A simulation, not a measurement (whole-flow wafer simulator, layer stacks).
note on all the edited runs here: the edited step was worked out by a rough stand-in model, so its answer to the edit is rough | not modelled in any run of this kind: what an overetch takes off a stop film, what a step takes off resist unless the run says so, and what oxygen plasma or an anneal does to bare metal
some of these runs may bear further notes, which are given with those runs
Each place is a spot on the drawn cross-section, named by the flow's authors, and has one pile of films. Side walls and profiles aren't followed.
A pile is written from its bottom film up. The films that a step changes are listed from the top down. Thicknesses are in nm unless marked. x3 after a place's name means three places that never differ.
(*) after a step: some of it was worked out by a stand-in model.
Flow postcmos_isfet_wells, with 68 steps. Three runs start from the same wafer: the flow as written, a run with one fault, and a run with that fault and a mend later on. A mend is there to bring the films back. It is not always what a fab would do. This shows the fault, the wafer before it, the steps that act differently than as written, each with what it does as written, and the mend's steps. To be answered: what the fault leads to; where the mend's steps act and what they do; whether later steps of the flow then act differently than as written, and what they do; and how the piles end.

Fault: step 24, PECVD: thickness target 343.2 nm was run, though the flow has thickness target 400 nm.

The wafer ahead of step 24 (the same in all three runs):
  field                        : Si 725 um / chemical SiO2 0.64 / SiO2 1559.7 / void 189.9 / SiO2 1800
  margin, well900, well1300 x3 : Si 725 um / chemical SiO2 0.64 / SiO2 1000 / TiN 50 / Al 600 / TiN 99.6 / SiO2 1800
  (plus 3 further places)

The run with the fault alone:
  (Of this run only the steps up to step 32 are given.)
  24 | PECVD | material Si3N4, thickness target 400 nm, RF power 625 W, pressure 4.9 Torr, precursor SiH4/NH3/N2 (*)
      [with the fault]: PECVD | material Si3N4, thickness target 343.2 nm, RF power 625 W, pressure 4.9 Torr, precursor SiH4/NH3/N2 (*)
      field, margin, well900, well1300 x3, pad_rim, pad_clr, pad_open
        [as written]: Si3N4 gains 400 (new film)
        [with the fault]: Si3N4 gains 343.2 (new film)
  Later steps of the flow up to step 32 that are run all act as written at every place that is followed.
  The piles after step 32 differ from the flow's at field, margin, well900, well1300 x3, pad_rim, pad_clr, pad_open by more than 2% or 0.5 nm, whichever is larger.
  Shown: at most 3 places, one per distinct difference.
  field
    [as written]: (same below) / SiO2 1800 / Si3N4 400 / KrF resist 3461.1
    [with the fault]: (same below) / SiO2 1800 / Si3N4 343.2 / KrF resist 3461.1
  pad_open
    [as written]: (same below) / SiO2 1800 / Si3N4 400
    [with the fault]: (same below) / SiO2 1800 / Si3N4 343.2

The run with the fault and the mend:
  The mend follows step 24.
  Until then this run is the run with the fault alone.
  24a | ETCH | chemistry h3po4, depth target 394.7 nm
      field, margin, well900, well1300 x3, pad_rim, pad_clr, pad_open
        Si3N4 loses 343.2 (all of it)
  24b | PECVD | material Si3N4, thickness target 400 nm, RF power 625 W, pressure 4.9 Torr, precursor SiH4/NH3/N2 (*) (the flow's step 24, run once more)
      field, margin, well900, well1300 x3, pad_rim, pad_clr, pad_open
        Si3N4 gains 400 (new film)
  Later steps of the flow that are run all act as written at every place that is followed.
  By the end, the piles equal the flow's at every place that both follow.
